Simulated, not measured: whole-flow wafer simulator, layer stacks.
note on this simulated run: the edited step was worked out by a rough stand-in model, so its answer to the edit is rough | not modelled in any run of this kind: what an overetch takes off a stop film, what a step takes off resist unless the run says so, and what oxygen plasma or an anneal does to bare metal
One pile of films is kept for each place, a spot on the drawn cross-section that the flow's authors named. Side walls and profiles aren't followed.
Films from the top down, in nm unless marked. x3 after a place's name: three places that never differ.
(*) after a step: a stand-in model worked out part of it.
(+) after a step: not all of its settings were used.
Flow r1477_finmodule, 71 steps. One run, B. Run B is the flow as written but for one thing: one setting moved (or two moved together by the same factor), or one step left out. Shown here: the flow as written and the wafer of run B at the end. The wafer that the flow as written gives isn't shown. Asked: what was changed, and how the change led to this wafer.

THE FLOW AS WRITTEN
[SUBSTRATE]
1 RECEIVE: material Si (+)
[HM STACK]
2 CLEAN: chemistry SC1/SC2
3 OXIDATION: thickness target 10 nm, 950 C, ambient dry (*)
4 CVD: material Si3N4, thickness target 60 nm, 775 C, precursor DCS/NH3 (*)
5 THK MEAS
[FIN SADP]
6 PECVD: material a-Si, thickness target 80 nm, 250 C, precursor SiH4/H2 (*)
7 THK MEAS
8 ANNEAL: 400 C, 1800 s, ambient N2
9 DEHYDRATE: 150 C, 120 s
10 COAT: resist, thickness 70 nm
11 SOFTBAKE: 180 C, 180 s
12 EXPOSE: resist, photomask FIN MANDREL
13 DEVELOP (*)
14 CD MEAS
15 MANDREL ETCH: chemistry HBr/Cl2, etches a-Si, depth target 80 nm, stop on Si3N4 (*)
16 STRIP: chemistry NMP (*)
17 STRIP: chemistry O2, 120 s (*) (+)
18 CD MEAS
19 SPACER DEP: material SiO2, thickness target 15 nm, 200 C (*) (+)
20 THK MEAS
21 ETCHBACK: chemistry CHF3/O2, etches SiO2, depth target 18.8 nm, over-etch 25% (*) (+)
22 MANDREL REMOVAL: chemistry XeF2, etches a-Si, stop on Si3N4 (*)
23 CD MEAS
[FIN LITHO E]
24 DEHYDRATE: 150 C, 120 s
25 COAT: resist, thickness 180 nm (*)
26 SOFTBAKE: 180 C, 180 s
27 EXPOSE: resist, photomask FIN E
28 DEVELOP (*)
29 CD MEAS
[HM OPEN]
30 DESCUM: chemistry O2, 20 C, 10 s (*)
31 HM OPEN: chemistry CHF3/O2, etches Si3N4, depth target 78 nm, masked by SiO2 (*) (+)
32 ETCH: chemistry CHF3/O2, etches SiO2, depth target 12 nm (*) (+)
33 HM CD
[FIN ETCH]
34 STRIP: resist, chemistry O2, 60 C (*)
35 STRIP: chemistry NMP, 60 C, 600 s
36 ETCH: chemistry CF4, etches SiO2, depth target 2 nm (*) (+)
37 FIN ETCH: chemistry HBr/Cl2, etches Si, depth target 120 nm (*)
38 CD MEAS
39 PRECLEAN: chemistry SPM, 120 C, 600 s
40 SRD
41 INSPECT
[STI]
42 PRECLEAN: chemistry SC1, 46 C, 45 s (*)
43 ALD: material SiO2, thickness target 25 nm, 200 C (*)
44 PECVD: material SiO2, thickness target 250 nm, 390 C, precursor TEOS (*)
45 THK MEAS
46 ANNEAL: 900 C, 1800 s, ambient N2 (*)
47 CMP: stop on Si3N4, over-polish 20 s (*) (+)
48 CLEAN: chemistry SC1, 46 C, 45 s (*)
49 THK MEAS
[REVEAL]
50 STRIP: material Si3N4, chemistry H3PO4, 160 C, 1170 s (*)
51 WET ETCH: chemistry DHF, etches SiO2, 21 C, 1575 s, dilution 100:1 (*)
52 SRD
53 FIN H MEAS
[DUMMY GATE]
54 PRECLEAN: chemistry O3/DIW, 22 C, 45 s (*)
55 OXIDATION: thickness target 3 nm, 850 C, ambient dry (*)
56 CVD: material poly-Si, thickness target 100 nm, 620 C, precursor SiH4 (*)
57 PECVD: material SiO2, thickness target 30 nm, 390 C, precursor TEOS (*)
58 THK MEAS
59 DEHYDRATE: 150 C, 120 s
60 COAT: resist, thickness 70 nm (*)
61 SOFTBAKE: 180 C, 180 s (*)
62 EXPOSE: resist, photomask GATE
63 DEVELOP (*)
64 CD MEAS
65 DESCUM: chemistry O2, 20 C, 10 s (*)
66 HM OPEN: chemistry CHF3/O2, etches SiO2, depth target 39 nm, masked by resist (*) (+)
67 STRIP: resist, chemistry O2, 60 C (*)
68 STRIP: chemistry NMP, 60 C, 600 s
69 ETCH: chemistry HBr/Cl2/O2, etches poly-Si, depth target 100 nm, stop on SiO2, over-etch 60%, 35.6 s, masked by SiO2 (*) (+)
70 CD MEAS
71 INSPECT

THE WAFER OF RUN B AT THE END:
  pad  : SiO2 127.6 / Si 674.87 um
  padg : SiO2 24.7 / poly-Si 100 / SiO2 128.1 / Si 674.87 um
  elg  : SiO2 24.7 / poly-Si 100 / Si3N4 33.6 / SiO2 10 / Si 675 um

The cause: step 51, WET ETCH: 1118 s was run, where the flow has 1575 s.

How the change led to this, step by step:
  51 WET ETCH: chemistry DHF, etches SiO2, 21 C, 1575 s, dilution 100:1 (*)
      pad, padg, e40sg and 12 more: SiO2 -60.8 (as written it would be: SiO2 -85.7)
      elg, e40lg, e100lg, e200lg, elo, e40lo, e100lo, e200lo: SiO2 -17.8 (all of it), Si3N4 -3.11 (as written it would be: SiO2 -17.8 (all of it), Si3N4 -4.97)
      (and at 7 more places)
  56 CVD: material poly-Si, thickness target 100 nm, 620 C, precursor SiH4 (*)
      s40cg, s40co: poly-Si +100 (new film) (as written it would be: poly-Si +113.9 (new film))
      s45cg, s45co: poly-Si +100 (new film) (as written it would be: poly-Si +113.4 (new film))
      (and at 3 more places)
  60 COAT: resist, thickness 70 nm (*)
      e40sg, eso, e40so: resist +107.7 (new film) (as written it would be: resist +129.5 (new film))
      e100sg, e100so: resist +107.6 (new film) (as written it would be: resist +129.4 (new film))
      (and at 20 more places)
  63 DEVELOP (*)
      eso, e40so: resist -107.7 (all of it) (as written it would be: resist -129.5 (all of it))
      e100so: resist -107.6 (all of it) (as written it would be: resist -129.4 (all of it))
      (and at 10 more places)
  67 STRIP: resist, chemistry O2, 60 C (*)
      e40lg, e100lg, e200lg: resist -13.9 (all of it) (as written it would be: resist -12.8 (all of it))
      e40sg: resist -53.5 (all of it) (as written it would be: resist -75.4 (all of it))
      (and at 11 more places)
  69 ETCH: chemistry HBr/Cl2/O2, etches poly-Si, depth target 100 nm, stop on SiO2, over-etch 60%, 35.6 s, masked by SiO2 (*) (+)
      s40so_line, s45so_line, s50so_line: chemical SiO2 -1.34 (all of it), poly-Si -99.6 (all of it), SiO2 -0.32 (as written it would be: chemical SiO2 -1.46 (all of it), poly-Si -97.6 (all of it), SiO2 -0.42)
      s40co: chemical SiO2 -1.34 (all of it), poly-Si -97.6 (all of it), SiO2 -0.42 (as written it would be: chemical SiO2 -1.46 (all of it), poly-Si -111.5 (all of it), SiO2 -0.24)
      (and at 2 more places)
